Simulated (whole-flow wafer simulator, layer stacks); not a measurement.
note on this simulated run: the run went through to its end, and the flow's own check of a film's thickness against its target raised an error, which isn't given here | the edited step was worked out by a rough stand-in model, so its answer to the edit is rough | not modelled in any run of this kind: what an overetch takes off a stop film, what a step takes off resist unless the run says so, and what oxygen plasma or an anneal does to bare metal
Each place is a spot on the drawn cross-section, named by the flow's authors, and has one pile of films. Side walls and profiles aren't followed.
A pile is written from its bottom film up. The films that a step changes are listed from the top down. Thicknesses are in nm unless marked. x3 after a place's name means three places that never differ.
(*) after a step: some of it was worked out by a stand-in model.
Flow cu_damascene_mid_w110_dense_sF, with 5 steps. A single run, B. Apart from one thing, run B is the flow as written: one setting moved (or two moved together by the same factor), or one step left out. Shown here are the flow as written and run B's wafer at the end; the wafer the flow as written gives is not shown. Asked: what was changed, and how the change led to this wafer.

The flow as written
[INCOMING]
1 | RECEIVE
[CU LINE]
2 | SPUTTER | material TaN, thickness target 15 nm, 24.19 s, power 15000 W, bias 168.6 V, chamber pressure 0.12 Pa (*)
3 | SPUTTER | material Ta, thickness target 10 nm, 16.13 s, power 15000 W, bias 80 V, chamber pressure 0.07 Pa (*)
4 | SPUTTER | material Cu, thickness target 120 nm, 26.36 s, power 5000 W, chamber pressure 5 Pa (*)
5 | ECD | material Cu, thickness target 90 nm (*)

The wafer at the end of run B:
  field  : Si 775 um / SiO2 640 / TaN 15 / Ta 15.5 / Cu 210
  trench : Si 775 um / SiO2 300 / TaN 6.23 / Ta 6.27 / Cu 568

Cause: step 3, SPUTTER: thickness target 15.5 nm was run, though the flow has thickness target 10 nm; step 3, SPUTTER: 25 s was run, where the flow has 16.13 s.
The wafer itself shows it: field has Ta 15.5, and step 3 as written asks for 10 nm.

The path from the change to this, step by step:
  3 | SPUTTER | material Ta, thickness target 10 nm, 16.13 s, power 15000 W, bias 80 V, chamber pressure 0.07 Pa (*)
      field: Ta gains 15.5 (new film) (it would be, as written: Ta gains 10 (new film))
      trench: Ta gains 6.27 (new film) (it would be, as written: Ta gains 4.05 (new film))
